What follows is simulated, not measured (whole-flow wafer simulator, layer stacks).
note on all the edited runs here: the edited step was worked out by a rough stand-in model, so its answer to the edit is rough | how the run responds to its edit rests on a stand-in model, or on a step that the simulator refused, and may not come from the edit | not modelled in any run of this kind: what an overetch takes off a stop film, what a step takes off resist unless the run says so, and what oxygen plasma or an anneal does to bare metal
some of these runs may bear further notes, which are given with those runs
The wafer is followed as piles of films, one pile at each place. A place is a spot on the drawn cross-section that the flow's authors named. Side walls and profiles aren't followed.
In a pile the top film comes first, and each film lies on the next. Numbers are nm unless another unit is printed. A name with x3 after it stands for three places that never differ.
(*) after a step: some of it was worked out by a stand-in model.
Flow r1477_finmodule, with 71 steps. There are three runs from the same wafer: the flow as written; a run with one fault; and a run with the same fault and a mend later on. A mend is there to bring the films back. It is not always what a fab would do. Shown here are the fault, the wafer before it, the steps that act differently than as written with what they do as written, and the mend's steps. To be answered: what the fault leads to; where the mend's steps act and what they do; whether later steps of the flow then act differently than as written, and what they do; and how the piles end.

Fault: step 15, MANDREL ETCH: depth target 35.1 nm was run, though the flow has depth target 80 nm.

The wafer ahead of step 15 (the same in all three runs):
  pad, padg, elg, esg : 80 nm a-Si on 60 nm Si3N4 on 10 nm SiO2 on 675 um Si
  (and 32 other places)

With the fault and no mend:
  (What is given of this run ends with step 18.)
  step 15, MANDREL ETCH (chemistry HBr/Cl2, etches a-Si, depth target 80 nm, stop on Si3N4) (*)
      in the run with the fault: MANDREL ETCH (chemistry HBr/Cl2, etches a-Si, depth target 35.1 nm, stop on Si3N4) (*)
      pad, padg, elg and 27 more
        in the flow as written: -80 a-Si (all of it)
        in the run with the fault: -35.1 a-Si
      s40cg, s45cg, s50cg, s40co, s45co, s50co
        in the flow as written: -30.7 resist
        in the run with the fault: -13.5 resist
  Steps further on in the flow that do not act as written:
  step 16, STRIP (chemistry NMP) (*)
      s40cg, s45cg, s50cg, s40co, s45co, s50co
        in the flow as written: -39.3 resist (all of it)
        in the run with the fault: -56.5 resist (all of it)
  After step 18, at pad, padg, elg and 27 more, the piles differ from the flow's by more than 2% or 0.5 nm, whichever is larger.
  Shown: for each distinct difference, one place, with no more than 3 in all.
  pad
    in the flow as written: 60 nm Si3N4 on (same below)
    in the run with the fault: 44.9 nm a-Si on 60 nm Si3N4 on (same below)

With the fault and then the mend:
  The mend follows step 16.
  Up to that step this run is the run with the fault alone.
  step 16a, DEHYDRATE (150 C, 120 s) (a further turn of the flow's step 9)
      leaves every film unchanged at each place that is followed
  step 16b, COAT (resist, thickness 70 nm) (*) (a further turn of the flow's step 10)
      pad, padg, elg and 15 more
        +70 resist (new film)
      s40cg, s40co
        +46.9 resist (new film)
      s40sg, s40so
        +81.5 resist (new film)
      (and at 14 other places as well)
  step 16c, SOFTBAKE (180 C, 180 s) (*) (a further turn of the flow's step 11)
      leaves every film unchanged at each place that is followed
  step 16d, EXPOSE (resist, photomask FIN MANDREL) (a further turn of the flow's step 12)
      leaves every film unchanged at each place that is followed
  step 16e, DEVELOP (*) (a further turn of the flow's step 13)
      pad, padg, elg and 15 more
        -70 resist (all of it)
      s40sg, s40so
        -81.5 resist (all of it)
      s40sg_line, s40so_line
        -81.7 resist (all of it)
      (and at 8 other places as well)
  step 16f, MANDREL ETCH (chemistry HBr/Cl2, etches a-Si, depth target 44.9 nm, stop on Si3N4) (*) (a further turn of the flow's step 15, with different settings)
      pad, padg, elg and 27 more
        -44.9 a-Si (all of it)
      s40cg, s45cg, s50cg, s40co, s45co, s50co
        -17.2 resist
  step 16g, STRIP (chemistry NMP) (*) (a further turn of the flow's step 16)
      s40cg, s40co
        -29.7 resist (all of it)
      s45cg, s45co
        -31.1 resist (all of it)
      s50cg, s50co
        -32.6 resist (all of it)
  Later steps of the flow that are run all act as written at every place that is followed.
  The piles end the same as the flow's at every place that both follow.
